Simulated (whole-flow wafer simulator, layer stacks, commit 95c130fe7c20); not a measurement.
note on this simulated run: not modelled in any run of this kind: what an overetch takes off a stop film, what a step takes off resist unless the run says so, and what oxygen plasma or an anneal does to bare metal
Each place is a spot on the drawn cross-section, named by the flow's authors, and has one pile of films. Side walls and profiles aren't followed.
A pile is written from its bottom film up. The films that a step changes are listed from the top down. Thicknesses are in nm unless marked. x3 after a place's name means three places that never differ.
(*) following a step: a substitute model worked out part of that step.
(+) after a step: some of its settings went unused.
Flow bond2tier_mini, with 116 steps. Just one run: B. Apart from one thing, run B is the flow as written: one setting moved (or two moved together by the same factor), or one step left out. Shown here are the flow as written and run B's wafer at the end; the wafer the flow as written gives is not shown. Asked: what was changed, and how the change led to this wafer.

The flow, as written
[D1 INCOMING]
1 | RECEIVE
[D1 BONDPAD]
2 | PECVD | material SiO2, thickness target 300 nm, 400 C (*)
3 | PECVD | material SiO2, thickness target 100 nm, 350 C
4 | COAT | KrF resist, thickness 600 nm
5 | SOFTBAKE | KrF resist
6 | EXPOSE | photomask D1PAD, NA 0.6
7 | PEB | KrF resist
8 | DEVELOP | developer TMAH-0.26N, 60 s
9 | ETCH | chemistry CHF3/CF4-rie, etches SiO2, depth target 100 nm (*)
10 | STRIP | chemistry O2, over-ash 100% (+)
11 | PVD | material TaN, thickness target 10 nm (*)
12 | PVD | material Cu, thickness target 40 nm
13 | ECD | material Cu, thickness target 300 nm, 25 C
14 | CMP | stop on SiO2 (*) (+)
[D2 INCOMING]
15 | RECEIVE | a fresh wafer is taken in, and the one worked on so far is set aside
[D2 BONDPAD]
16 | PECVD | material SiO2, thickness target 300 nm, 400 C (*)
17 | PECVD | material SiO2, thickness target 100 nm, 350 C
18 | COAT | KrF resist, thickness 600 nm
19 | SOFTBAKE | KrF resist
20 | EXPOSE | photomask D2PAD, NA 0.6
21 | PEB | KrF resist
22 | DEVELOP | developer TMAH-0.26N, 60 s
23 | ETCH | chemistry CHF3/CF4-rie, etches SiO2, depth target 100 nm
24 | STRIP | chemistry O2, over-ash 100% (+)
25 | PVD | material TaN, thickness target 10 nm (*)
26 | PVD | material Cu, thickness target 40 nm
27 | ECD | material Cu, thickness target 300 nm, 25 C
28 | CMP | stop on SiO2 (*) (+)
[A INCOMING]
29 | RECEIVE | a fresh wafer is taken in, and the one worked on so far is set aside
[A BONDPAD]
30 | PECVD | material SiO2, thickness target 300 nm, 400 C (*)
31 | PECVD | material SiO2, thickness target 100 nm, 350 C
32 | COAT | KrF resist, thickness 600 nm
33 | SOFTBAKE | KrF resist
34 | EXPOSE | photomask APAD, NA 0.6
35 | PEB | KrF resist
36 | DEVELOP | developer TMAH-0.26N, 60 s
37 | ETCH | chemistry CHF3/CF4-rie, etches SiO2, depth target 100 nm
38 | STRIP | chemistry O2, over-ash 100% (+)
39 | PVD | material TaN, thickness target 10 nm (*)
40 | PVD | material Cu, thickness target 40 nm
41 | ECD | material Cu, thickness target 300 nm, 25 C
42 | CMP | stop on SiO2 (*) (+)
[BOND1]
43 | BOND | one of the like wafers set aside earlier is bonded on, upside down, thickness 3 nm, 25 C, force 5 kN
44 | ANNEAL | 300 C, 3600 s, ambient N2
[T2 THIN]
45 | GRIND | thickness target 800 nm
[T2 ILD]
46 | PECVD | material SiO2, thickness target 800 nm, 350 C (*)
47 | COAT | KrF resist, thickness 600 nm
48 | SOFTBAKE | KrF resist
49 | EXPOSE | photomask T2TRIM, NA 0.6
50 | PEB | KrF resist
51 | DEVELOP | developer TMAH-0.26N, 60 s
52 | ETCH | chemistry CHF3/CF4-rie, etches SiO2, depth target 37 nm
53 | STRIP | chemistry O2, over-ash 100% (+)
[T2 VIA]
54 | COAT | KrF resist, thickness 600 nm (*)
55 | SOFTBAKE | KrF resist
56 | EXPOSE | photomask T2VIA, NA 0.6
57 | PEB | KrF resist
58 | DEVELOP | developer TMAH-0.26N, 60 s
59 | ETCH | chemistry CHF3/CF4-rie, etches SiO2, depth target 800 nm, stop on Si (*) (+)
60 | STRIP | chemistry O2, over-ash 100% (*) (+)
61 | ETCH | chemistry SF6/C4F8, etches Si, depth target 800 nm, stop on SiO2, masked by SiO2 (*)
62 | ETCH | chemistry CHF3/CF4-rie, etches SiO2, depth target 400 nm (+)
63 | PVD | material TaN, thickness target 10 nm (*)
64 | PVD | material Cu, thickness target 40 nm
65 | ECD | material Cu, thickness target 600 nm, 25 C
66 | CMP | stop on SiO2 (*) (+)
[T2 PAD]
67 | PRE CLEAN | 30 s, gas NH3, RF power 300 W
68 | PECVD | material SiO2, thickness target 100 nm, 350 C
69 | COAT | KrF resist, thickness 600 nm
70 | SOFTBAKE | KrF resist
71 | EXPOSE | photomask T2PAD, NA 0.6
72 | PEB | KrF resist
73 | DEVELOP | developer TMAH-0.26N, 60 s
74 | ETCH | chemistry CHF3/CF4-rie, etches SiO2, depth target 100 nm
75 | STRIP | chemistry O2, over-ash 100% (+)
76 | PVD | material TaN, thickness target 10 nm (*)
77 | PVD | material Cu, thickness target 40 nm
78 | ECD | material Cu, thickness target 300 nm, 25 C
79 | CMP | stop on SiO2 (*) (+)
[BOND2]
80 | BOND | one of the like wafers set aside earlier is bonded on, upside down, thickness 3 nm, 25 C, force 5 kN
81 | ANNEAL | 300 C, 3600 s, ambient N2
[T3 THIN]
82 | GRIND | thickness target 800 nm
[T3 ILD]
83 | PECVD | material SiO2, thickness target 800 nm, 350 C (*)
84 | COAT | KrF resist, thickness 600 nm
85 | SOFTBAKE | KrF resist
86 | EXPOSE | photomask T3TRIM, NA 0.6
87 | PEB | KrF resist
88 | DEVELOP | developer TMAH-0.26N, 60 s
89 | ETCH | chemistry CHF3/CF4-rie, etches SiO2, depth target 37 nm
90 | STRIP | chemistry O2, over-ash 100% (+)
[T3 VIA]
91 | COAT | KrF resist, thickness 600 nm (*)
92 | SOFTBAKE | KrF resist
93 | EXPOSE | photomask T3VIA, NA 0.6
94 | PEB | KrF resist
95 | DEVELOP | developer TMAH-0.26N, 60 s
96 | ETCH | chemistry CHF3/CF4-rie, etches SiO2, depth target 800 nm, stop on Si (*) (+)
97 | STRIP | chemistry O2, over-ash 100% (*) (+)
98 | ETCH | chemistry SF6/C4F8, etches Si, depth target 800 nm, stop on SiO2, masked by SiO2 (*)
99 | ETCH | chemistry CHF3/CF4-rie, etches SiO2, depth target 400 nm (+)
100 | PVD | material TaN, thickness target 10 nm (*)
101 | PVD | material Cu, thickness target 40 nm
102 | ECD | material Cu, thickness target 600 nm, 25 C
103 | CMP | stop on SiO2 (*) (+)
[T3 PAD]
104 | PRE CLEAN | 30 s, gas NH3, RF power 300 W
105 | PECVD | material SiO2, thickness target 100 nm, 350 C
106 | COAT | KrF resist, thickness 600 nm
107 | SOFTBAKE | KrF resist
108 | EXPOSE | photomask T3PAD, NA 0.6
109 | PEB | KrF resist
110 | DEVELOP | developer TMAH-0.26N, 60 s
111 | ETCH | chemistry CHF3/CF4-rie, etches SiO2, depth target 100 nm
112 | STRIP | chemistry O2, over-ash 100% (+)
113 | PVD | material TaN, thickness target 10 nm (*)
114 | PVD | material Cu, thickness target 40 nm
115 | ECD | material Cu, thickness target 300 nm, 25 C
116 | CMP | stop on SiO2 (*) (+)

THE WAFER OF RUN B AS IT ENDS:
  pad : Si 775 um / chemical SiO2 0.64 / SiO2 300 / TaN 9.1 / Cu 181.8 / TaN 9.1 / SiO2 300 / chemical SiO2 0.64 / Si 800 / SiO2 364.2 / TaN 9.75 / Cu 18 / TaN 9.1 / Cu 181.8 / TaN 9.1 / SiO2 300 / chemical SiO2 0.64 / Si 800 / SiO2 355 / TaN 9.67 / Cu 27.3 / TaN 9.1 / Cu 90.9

What caused this: step 52, ETCH: depth target 27.8 nm was run, though the flow has depth target 37 nm.

Step by step, how the change led to this:
  52 | ETCH | chemistry CHF3/CF4-rie, etches SiO2, depth target 37 nm
      pad, via: -27.8 SiO2 (it would be, as written: -37 SiO2)
      field: -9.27 KrF resist (it would be, as written: -12.3 KrF resist)
